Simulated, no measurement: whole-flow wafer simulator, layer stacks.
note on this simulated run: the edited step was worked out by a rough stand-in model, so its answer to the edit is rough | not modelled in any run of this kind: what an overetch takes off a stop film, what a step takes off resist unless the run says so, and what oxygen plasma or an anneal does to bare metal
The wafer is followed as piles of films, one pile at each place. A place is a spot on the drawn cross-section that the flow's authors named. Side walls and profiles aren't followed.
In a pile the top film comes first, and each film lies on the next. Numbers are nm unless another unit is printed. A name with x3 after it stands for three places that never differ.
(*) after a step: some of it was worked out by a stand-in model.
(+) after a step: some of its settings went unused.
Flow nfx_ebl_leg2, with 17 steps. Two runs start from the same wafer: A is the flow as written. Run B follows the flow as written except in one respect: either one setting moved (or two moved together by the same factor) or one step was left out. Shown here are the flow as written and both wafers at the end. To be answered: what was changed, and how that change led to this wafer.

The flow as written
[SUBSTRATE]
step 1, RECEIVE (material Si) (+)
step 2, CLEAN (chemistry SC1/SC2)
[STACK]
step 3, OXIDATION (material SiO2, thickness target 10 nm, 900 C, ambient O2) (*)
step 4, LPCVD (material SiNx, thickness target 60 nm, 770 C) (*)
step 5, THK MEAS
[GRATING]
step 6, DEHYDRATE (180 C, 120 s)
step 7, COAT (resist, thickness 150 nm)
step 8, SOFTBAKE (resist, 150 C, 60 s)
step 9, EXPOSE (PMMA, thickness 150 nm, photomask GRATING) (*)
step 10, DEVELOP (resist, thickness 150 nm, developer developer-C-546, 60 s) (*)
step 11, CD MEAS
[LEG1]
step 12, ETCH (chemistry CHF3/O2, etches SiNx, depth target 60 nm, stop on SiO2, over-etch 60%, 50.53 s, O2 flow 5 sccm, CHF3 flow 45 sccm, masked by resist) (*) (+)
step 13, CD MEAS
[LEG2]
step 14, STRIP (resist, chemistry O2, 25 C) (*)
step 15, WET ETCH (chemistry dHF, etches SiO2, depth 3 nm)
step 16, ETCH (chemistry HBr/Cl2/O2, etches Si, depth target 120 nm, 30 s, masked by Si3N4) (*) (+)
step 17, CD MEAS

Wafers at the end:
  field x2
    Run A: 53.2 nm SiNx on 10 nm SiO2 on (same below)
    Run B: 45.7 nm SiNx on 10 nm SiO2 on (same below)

Cause: step 4, LPCVD: thickness target 52.5 nm was run, while the flow as written has thickness target 60 nm.

Step by step, how the change led to this:
  step 4, LPCVD (material SiNx, thickness target 60 nm, 770 C) (*)
      field x2, pad x2: A SiNx gains 60 (new film) | B SiNx gains 52.5 (new film)
  step 12, ETCH (chemistry CHF3/O2, etches SiNx, depth target 60 nm, stop on SiO2, over-etch 60%, 50.53 s, O2 flow 5 sccm, CHF3 flow 45 sccm, masked by resist) (*) (+)
      pad x2: A SiNx loses 60 (all of it), SiO2 loses 10 (all of it) | B SiNx loses 52.5 (all of it), SiO2 loses 10 (all of it)
